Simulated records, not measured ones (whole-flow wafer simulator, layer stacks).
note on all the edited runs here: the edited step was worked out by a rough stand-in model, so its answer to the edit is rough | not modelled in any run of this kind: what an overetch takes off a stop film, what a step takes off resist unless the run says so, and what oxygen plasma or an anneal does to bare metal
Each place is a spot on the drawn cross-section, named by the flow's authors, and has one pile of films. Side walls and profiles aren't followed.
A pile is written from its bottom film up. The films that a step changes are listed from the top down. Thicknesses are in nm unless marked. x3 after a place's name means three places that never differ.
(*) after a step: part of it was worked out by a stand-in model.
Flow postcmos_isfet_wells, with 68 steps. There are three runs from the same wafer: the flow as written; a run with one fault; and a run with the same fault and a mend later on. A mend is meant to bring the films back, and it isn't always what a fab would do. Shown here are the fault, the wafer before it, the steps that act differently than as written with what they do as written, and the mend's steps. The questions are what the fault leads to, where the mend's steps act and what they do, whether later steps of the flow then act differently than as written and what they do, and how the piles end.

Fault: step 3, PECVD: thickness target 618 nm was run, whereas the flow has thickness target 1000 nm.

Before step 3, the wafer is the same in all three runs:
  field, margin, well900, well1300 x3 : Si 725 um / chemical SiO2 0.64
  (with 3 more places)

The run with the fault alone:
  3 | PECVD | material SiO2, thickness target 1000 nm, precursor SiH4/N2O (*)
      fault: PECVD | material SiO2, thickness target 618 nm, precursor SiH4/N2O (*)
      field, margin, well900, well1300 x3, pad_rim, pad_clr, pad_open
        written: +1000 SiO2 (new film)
        fault: +618 SiO2 (new film)
  None of the later steps of the flow acts differently than as written at any place that is followed.
  The piles end different from the flow's at field, margin, well900, well1300 x3, pad_rim, pad_clr, pad_open by more than 2% or 0.5 nm, whichever is larger.
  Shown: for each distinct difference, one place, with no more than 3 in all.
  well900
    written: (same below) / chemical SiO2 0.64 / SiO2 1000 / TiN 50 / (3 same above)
    fault: (same below) / chemical SiO2 0.64 / SiO2 618 / TiN 50 / (3 same above)
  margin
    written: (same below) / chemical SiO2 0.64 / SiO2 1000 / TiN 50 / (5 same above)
    fault: (same below) / chemical SiO2 0.64 / SiO2 618 / TiN 50 / (5 same above)
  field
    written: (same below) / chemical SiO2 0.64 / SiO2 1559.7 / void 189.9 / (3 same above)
    fault: (same below) / chemical SiO2 0.64 / SiO2 1177.7 / void 189.9 / (3 same above)

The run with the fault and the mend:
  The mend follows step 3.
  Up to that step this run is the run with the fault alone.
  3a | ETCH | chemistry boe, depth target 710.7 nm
      field, margin, well900, well1300 x3, pad_rim, pad_clr, pad_open
        -618 SiO2 (all of it), -0.64 chemical SiO2 (all of it)
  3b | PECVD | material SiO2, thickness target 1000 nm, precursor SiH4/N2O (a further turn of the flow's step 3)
      field, margin, well900, well1300 x3, pad_rim, pad_clr, pad_open
        +1000 SiO2 (new film)
  None of the later steps of the flow acts differently than as written at any place that is followed.
  The piles end different from the flow's at field, margin, well900, well1300 x3, pad_rim, pad_clr, pad_open by more than 2% or 0.5 nm, whichever is larger.
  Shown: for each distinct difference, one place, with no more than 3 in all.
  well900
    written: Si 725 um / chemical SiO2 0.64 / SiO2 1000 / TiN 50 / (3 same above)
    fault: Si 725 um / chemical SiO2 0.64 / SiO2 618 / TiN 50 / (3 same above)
    mend: Si 725 um / SiO2 1000 / TiN 50 / (3 same above)
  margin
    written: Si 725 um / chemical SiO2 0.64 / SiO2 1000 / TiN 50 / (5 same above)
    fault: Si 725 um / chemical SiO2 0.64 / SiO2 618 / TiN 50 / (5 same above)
    mend: Si 725 um / SiO2 1000 / TiN 50 / (5 same above)
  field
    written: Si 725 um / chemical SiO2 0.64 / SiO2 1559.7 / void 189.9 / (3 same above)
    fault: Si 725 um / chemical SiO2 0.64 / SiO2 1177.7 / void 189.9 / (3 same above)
    mend: Si 725 um / SiO2 1559.7 / void 189.9 / (3 same above)
